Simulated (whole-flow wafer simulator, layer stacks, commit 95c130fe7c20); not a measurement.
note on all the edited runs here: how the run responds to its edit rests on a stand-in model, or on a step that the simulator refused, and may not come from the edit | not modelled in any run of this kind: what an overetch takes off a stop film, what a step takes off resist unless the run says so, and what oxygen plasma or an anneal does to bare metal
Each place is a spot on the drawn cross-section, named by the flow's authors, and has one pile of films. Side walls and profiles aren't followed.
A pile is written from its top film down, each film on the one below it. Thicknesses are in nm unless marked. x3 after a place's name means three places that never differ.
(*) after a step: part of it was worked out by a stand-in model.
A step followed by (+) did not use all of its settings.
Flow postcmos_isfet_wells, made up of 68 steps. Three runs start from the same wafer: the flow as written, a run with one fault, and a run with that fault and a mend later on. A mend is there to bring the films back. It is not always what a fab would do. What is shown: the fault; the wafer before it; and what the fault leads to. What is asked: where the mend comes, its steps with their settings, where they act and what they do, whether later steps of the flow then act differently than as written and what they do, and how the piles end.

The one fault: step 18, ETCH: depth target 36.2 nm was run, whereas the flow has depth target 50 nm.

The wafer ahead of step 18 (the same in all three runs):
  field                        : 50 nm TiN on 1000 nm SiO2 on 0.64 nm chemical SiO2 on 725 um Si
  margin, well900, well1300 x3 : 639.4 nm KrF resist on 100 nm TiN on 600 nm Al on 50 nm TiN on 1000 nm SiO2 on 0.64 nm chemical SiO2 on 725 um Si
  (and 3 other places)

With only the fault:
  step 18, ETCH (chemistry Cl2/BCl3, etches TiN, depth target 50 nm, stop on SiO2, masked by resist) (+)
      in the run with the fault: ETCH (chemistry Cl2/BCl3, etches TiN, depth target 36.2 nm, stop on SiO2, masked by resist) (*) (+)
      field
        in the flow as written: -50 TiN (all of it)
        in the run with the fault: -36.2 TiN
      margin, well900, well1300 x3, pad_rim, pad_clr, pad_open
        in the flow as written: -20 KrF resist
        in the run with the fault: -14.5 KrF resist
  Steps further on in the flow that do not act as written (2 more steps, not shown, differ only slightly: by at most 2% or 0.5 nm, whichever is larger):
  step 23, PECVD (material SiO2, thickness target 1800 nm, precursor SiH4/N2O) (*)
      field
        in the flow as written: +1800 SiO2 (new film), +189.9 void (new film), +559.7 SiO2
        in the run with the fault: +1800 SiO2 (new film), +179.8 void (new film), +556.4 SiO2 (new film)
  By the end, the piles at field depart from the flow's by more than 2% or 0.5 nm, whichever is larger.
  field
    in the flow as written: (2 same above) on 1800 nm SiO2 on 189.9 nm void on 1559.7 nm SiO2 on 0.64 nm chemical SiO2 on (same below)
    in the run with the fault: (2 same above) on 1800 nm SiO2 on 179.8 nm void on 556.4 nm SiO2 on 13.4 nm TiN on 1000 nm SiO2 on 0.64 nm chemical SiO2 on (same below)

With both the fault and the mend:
  The mend stands after step 18.
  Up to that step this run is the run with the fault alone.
  step 18a, ETCH (chemistry Cl2/BCl3, etches TiN, depth target 13.8 nm, stop on SiO2, masked by resist) (the flow's step 18 again, with other settings)
      margin, well900, well1300 x3, pad_rim, pad_clr, pad_open
        -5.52 KrF resist
      field
        -13.8 TiN (all of it)
  None of the later steps of the flow acts differently than as written at any place that is followed.
  At every place that both follow, the piles at the end match the flow's.
